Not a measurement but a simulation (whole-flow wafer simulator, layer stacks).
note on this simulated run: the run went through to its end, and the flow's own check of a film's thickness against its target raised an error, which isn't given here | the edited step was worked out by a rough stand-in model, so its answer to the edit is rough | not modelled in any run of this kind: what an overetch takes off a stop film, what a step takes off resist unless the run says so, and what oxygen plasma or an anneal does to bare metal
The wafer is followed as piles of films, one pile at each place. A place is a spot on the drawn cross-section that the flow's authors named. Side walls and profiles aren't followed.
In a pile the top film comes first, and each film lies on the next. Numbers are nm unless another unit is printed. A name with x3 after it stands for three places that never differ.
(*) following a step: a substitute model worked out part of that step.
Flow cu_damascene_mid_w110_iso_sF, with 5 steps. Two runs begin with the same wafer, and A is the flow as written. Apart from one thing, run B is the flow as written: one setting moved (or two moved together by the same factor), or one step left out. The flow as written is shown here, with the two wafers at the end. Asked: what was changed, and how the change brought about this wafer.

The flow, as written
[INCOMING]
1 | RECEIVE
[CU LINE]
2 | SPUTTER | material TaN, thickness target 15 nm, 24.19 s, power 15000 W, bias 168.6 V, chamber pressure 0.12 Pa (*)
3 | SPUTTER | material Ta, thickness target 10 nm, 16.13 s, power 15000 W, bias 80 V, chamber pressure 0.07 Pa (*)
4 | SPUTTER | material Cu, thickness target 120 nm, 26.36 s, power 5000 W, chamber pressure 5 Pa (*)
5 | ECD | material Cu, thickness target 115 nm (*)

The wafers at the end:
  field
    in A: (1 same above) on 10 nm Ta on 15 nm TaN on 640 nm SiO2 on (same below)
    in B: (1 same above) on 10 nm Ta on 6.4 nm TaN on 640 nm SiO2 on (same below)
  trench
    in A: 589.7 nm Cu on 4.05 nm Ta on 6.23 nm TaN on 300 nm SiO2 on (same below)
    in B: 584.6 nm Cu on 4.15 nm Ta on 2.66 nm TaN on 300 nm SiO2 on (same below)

Cause: step 2, SPUTTER: thickness target 6.4 nm was run, though the flow has thickness target 15 nm; step 2, SPUTTER: 10.28 s was run, where the flow has 24.19 s.
One can read it off the wafer: field has TaN 6.4, and step 2 as written asks for 15 nm.

Step by step, how the change led to this:
  2 | SPUTTER | material TaN, thickness target 15 nm, 24.19 s, power 15000 W, bias 168.6 V, chamber pressure 0.12 Pa (*)
      field: A TaN gains 15 (new film) | B TaN gains 6.4 (new film)
      trench: A TaN gains 6.23 (new film) | B TaN gains 2.66 (new film)
  4 | SPUTTER | material Cu, thickness target 120 nm, 26.36 s, power 5000 W, chamber pressure 5 Pa (*)
      trench: A Cu gains 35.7 (new film) | B Cu gains 36.7 (new film)
